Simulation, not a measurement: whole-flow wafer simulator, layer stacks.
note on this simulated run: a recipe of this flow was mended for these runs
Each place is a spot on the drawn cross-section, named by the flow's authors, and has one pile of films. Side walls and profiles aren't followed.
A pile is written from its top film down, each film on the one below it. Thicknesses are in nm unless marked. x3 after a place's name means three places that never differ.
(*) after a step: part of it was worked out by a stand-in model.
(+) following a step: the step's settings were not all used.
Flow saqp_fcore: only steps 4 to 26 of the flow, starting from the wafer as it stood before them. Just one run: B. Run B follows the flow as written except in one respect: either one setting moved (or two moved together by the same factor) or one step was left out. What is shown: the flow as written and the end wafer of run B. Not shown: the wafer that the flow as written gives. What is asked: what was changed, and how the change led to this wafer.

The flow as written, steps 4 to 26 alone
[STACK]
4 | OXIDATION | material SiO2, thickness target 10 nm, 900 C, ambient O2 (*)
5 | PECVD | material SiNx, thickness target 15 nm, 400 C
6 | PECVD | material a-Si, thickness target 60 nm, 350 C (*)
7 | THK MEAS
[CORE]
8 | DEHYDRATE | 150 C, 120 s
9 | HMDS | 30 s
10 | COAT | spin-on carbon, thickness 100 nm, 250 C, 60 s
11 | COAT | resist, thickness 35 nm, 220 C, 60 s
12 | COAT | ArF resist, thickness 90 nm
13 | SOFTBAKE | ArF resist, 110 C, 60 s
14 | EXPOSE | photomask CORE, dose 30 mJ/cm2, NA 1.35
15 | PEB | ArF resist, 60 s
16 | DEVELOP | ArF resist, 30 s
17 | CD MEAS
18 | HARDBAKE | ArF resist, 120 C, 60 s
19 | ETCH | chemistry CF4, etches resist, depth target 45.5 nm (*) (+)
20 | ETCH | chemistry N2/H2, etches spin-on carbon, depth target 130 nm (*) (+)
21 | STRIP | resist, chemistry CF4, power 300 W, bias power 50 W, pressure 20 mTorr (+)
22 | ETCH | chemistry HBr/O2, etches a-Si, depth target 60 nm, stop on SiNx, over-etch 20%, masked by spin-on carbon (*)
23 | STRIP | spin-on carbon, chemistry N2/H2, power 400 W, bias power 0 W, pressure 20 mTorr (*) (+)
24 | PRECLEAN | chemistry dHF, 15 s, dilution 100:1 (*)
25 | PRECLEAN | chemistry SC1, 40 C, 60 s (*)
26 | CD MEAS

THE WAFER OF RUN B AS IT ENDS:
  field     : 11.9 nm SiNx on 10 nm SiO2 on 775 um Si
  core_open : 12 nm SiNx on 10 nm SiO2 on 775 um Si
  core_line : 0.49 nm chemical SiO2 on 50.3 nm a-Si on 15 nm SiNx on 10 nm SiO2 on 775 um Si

Cause: step 6, PECVD: thickness target 51 nm was run, while the flow as written has thickness target 60 nm.

Step by step, how the change led to this:
  6 | PECVD | material a-Si, thickness target 60 nm, 350 C (*)
      field, core_open, core_line: +51 a-Si (new film) (as written it would have been: +60 a-Si (new film))
  22 | ETCH | chemistry HBr/O2, etches a-Si, depth target 60 nm, stop on SiNx, over-etch 20%, masked by spin-on carbon (*)
      field: -27.8 a-Si (all of it), -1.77 SiNx (as written it would have been: -36.8 a-Si (all of it), -1.41 SiNx)
      core_open: -30.4 a-Si (all of it), -1.66 SiNx (as written it would have been: -39.4 a-Si (all of it), -1.3 SiNx)
      (as well as at 1 more place)
  23 | STRIP | spin-on carbon, chemistry N2/H2, power 400 W, bias power 0 W, pressure 20 mTorr (*) (+)
      core_line: -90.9 spin-on carbon (all of it) (as written it would have been: -88.8 spin-on carbon (all of it))
